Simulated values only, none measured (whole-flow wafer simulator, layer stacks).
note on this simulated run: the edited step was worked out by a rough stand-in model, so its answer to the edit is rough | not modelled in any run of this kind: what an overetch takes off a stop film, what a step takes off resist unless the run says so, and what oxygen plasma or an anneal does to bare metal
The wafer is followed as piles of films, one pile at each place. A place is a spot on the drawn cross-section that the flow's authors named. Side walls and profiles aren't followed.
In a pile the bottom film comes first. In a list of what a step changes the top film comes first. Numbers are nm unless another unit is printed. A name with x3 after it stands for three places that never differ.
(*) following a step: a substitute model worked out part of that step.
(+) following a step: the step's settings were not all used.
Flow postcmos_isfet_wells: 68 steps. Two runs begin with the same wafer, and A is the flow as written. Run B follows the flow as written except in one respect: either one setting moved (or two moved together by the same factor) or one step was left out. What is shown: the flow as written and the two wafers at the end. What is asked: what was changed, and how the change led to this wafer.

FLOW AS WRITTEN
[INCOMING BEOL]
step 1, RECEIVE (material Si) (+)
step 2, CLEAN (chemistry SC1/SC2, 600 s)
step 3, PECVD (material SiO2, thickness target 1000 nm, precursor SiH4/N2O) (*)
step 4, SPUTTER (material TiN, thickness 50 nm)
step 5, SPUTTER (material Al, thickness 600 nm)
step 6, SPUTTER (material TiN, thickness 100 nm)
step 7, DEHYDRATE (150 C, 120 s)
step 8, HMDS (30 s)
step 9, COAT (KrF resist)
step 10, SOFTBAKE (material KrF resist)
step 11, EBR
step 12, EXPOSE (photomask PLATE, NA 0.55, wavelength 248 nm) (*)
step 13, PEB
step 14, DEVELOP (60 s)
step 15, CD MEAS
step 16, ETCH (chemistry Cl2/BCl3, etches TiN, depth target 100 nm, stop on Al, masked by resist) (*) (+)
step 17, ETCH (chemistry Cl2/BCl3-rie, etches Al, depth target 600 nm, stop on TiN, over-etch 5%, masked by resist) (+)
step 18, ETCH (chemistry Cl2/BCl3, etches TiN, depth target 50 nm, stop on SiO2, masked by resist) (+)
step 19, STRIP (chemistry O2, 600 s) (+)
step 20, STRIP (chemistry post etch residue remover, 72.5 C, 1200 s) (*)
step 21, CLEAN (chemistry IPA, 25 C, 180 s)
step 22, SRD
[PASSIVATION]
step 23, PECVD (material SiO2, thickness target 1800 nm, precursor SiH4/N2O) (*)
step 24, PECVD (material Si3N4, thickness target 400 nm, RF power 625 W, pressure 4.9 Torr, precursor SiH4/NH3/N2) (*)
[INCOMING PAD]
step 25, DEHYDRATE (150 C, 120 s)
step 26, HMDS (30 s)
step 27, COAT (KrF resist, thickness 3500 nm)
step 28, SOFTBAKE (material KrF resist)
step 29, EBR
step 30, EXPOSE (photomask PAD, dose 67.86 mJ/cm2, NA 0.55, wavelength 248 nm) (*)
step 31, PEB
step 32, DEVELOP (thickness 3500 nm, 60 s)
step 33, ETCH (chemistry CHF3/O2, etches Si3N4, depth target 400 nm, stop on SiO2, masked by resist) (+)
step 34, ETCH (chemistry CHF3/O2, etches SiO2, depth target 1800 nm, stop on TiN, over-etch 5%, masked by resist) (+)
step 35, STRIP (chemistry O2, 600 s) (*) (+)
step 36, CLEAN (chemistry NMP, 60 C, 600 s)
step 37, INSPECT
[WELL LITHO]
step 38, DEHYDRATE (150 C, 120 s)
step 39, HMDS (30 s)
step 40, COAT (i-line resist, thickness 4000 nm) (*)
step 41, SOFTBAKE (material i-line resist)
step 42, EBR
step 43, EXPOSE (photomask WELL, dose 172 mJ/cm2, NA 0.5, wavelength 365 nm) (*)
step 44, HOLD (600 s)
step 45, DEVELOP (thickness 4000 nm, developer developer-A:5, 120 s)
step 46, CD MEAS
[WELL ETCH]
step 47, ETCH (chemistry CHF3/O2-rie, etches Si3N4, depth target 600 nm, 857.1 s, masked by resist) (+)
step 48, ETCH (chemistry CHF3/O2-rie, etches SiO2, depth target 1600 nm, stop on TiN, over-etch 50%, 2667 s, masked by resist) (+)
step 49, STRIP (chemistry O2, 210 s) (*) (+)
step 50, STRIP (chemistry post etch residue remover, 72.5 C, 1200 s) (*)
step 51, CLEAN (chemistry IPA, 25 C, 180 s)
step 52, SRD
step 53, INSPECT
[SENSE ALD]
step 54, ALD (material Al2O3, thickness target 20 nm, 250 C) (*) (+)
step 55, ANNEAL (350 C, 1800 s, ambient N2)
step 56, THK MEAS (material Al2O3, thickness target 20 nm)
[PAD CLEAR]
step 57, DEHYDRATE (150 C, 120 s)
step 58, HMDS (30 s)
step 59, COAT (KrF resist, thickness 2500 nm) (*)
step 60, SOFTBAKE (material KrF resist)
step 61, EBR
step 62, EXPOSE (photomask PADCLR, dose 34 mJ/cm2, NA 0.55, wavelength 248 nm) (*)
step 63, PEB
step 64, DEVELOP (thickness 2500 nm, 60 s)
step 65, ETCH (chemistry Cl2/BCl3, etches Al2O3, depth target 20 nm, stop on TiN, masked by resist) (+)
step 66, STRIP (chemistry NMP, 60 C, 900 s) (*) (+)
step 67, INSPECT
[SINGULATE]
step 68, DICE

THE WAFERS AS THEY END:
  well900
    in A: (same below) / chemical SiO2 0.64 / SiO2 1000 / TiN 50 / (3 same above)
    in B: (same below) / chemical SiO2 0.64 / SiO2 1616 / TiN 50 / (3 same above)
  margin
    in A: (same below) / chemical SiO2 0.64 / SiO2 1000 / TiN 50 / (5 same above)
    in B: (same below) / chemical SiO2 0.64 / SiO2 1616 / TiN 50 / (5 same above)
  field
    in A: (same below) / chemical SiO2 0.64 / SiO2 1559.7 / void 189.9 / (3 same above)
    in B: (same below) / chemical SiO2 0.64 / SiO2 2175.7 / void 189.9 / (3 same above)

The reason: step 3, PECVD: thickness target 1616 nm was run, while the flow as written has thickness target 1000 nm.
The wafer itself shows it: well900 has SiO2 1616, and step 3 as written asks for 1000 nm.

Step by step, how the change led to this:
  step 3, PECVD (material SiO2, thickness target 1000 nm, precursor SiH4/N2O) (*)
      field, margin, well900, well1300 x3, pad_rim, pad_clr, pad_open: A +1000 SiO2 (new film) | B +1616 SiO2 (new film)
